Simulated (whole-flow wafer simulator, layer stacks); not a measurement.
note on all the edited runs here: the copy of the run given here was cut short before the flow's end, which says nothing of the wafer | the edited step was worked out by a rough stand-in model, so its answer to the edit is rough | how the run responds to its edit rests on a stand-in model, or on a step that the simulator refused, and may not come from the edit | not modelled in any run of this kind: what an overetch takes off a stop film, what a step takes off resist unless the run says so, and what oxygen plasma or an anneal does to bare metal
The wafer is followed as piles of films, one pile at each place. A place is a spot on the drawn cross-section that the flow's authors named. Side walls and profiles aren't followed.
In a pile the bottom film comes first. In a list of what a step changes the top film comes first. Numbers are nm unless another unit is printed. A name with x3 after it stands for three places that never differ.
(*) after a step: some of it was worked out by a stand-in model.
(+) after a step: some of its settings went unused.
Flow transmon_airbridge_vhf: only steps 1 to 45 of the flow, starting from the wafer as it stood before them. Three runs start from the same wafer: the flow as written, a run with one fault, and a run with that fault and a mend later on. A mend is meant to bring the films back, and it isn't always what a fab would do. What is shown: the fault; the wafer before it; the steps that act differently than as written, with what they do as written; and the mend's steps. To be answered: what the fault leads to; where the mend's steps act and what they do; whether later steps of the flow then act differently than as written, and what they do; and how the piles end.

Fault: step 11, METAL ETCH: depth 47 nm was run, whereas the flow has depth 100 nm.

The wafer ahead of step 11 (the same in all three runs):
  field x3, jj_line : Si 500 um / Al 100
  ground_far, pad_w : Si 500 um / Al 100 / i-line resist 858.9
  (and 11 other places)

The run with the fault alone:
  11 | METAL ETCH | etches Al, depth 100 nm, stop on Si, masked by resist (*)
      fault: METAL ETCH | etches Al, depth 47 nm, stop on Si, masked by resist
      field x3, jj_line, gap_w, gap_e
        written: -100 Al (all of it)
        fault: -47 Al
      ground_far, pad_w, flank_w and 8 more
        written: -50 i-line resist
        fault: -23.5 i-line resist
  Steps later in the flow that act otherwise than as written (10 more steps, not shown, differ only slightly: by at most 2% or 0.5 nm, whichever is larger):
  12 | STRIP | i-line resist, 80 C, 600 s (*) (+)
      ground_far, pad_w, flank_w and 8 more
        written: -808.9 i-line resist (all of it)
        fault: -835.4 i-line resist (all of it)
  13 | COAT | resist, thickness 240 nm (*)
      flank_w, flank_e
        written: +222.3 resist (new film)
        fault: +230.8 resist (new film)
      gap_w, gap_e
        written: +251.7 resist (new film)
        fault: +246 resist (new film)
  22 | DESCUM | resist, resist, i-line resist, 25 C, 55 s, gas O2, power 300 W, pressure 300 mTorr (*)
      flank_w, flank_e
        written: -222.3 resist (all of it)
        fault: -230.8 resist (all of it)
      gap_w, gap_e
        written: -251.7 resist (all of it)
        fault: -246 resist (all of it)
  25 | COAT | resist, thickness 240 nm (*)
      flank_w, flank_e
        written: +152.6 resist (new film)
        fault: +159.1 resist (new film)
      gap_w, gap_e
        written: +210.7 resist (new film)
        fault: +205 resist (new film)
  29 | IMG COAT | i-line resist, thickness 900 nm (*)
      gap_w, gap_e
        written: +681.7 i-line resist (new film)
        fault: +667.8 i-line resist (new film)
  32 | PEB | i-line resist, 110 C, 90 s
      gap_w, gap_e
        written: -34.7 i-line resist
        fault: -34 i-line resist
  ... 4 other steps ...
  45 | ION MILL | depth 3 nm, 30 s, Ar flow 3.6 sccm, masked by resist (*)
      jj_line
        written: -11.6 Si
        fault: -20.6 Al
  The piles end different from the flow's at field x3, jj_line, gap_w, gap_e by more than 2% or 0.5 nm, whichever is larger.
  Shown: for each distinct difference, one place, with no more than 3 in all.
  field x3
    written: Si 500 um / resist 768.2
    fault: Si 500 um / Al 53 / resist 768.2
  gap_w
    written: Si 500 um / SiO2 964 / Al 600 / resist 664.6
    fault: Si 500 um / Al 53 / SiO2 964 / Al 600 / resist 650.4
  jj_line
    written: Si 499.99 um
    fault: Si 500 um / Al 32.4

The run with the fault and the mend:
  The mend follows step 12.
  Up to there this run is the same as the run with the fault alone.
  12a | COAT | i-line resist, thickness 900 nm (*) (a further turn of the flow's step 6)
      field x3, jj_line, trace_open_s x2, margin_s, bridge_strip, margin_n
        +900 i-line resist (new film)
      pad_w, pad_e
        +894.2 i-line resist (new film)
      flank_w, flank_e
        +889 i-line resist (new film)
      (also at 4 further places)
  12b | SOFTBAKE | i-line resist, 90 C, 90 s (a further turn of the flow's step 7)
      flank_w, flank_e
        -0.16 i-line resist
      gap_w, gap_e
        +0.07 i-line resist
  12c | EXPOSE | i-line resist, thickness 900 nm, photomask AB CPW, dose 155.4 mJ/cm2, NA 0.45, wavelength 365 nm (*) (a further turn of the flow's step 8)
      does not change any film at any place that is followed
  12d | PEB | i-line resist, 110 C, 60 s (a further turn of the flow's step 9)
      field x3, jj_line, trace_open_s x2, margin_s, bridge_strip, margin_n
        -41 i-line resist
      pad_w, pad_e
        -40.8 i-line resist
      flank_w, flank_e
        -40.5 i-line resist
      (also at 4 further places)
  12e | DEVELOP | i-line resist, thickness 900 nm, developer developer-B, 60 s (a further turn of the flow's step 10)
      trace_open_s x2, margin_s, bridge_strip, margin_n
        -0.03 i-line resist
      field x3, jj_line
        -859 i-line resist (all of it)
      gap_w, gap_e
        -883.5 i-line resist (all of it)
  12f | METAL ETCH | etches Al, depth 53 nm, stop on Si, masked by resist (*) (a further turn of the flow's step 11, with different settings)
      ground_far, pad_w, flank_w and 8 more
        -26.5 i-line resist
      field x3, jj_line, gap_w, gap_e
        -53 Al (all of it)
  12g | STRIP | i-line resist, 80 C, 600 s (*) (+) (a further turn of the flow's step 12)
      trace_open_s x2, margin_s, bridge_strip, margin_n
        -832.4 i-line resist (all of it)
      pad_w, pad_e
        -826.9 i-line resist (all of it)
      flank_w, flank_e
        -821.8 i-line resist (all of it)
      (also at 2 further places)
  Later steps of the flow that are run all act as written at every place that is followed.
  The piles end the same as the flow's at every place that both follow.
